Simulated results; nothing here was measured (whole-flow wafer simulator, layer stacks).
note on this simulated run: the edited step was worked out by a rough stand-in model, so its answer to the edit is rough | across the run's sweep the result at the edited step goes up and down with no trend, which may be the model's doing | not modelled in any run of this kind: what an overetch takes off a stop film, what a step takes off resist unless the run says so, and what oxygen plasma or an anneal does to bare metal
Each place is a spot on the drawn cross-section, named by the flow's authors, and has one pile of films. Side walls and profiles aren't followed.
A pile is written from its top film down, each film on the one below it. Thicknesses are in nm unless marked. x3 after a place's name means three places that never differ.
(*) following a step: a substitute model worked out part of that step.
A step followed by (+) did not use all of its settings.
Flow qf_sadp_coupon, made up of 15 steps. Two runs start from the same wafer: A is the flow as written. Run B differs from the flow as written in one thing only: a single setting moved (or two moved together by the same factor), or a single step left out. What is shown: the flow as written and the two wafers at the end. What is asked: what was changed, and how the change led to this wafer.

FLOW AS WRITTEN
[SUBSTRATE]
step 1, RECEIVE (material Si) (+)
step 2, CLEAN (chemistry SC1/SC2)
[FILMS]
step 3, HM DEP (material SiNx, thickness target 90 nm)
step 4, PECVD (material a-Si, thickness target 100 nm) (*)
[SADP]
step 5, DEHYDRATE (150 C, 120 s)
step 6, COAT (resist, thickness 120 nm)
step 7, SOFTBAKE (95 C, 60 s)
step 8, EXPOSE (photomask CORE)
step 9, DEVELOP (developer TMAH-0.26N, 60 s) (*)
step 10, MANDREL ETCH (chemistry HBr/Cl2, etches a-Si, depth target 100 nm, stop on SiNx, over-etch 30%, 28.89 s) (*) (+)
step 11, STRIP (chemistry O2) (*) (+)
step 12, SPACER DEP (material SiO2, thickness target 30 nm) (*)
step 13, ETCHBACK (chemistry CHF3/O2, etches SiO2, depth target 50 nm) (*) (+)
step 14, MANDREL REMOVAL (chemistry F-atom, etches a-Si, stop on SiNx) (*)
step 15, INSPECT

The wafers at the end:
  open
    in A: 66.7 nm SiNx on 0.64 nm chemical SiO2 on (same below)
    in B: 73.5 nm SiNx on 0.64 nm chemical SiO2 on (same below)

The reason: step 12, SPACER DEP: thickness target 37.2 nm was run, whereas the flow has thickness target 30 nm.

How this came from the change, step by step:
  step 12, SPACER DEP (material SiO2, thickness target 30 nm) (*)
      m, open: A SiO2 gains 30 (new film) | B SiO2 gains 37.2 (new film)
  step 13, ETCHBACK (chemistry CHF3/O2, etches SiO2, depth target 50 nm) (*) (+)
      m: A SiO2 loses 30 (all of it), chemical SiO2 loses 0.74 (all of it), a-Si loses 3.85 | B SiO2 loses 37.2 (all of it), chemical SiO2 loses 0.74 (all of it), a-Si loses 2.41
      open: A SiO2 loses 30 (all of it), SiNx loses 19 | B SiO2 loses 37.2 (all of it), SiNx loses 12.2
